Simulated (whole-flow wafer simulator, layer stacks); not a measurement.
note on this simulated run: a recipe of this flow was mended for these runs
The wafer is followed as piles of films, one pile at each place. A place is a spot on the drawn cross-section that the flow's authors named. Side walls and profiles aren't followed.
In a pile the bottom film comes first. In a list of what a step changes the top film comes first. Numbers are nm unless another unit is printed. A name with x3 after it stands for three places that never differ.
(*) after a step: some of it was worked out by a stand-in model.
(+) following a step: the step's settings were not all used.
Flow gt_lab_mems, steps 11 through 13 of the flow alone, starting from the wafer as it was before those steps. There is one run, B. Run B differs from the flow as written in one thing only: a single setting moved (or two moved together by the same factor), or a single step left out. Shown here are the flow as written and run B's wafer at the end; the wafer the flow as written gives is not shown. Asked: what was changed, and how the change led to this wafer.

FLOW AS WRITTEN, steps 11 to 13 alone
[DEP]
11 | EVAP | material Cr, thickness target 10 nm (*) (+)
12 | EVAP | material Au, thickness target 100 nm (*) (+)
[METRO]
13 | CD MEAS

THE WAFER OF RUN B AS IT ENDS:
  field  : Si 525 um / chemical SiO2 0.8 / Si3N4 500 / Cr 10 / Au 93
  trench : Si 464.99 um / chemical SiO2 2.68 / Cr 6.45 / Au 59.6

Cause: step 12, EVAP: thickness target 93 nm was run, though the flow has thickness target 100 nm.
The wafer lets one read it off: field has Au 93, and step 12 as written asks for 100 nm.

How this came from the change, step by step:
  12 | EVAP | material Au, thickness target 100 nm (*) (+)
      field: +93 Au (new film) (in the flow as written it would be: +100 Au (new film))
      trench: +59.6 Au (new film) (in the flow as written it would be: +64.1 Au (new film))
